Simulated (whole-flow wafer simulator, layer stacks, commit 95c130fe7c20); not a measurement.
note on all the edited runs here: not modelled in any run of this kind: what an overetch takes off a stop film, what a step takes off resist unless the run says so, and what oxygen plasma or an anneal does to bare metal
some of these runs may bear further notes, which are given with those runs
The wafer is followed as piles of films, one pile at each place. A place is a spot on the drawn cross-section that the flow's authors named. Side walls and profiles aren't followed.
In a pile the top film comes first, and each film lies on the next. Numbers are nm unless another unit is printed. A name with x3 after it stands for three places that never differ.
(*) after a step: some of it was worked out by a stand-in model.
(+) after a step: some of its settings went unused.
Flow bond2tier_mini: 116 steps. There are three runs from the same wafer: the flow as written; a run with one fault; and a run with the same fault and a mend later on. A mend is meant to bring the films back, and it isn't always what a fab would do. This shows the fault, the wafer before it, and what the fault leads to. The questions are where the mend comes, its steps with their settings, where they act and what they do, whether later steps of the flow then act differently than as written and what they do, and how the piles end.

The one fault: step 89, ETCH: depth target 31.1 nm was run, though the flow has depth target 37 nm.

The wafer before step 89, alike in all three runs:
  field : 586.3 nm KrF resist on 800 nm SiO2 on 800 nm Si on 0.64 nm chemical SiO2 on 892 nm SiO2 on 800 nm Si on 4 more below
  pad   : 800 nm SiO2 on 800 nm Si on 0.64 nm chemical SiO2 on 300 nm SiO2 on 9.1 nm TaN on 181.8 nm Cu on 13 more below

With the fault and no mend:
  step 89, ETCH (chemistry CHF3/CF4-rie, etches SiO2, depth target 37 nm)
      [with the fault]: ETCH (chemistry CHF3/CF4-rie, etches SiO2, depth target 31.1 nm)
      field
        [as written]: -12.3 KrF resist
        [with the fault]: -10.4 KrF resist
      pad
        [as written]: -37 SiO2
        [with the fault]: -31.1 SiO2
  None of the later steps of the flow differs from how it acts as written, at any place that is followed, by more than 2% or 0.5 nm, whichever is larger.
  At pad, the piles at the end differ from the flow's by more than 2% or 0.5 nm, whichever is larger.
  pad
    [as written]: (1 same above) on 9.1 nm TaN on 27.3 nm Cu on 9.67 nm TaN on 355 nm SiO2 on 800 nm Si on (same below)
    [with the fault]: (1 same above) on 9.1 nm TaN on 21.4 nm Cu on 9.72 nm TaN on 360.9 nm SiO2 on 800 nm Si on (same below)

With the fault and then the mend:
  The mend follows step 90.
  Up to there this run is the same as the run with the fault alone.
  step 90a, COAT (KrF resist, thickness 600 nm) (*) (the flow's step 84, run once more)
      field
        +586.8 KrF resist (new film)
      pad
        +613.8 KrF resist (new film)
  step 90b, SOFTBAKE (KrF resist) (the flow's step 85, run once more)
      alters no film at any place that is followed
  step 90c, EXPOSE (photomask T3TRIM, NA 0.6) (the flow's step 86, run once more)
      alters no film at any place that is followed
  step 90d, PEB (KrF resist) (the flow's step 87, run once more)
      alters no film at any place that is followed
  step 90e, DEVELOP (developer TMAH-0.26N, 60 s) (the flow's step 88, run once more)
      field
        -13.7 KrF resist
      pad
        -613.8 KrF resist (all of it)
  step 90f, ETCH (chemistry CHF3/CF4-rie, etches SiO2, depth target 5.9 nm) (the flow's step 89, run once more with other settings)
      field
        -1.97 KrF resist
      pad
        -5.9 SiO2
  step 90g, STRIP (chemistry O2, over-ash 100%) (+) (the flow's step 90, run once more)
      field
        -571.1 KrF resist (all of it)
  None of the later steps of the flow acts differently than as written at any place that is followed.
  At every place that both follow, the piles at the end match the flow's.
